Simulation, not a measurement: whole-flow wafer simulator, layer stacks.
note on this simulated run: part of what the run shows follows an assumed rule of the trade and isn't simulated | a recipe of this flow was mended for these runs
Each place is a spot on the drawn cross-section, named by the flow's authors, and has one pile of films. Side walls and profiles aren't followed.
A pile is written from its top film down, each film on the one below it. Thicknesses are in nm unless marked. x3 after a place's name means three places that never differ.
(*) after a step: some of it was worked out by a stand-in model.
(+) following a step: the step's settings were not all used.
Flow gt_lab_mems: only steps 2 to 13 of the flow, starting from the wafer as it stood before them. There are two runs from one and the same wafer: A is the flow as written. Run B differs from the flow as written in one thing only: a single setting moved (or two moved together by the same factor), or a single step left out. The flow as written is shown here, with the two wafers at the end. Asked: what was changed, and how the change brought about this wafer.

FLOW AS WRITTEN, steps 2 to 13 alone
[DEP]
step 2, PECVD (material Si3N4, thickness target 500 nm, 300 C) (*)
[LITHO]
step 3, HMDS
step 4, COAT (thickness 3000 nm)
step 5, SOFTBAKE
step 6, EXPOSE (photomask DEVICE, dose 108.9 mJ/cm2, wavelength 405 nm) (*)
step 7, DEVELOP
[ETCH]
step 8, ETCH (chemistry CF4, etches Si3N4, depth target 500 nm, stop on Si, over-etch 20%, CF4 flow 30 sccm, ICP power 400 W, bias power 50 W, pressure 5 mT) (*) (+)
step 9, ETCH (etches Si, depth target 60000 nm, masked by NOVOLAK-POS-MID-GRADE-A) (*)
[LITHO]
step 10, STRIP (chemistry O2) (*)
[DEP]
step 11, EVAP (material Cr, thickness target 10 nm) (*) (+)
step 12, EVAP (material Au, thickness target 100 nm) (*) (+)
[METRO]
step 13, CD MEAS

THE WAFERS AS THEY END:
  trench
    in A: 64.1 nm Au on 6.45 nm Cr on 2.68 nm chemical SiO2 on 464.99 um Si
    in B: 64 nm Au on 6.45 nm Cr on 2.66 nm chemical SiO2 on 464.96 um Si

Cause: step 8, ETCH: depth target 560 nm was run, while the flow as written has depth target 500 nm.

Step by step, how the change led to this:
  step 8, ETCH (chemistry CF4, etches Si3N4, depth target 500 nm, stop on Si, over-etch 20%, CF4 flow 30 sccm, ICP power 400 W, bias power 50 W, pressure 5 mT) (*) (+)
      field: A g/i-line-resist loses 400 | B g/i-line-resist loses 448
      trench: A Si3N4 loses 500 (all of it), chemical SiO2 loses 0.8 (all of it), Si loses 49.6 | B Si3N4 loses 500 (all of it), chemical SiO2 loses 0.8 (all of it), Si loses 85.6
  step 10, STRIP (chemistry O2) (*)
      field: A g/i-line-resist loses 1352 (all of it) | B g/i-line-resist loses 1304 (all of it)
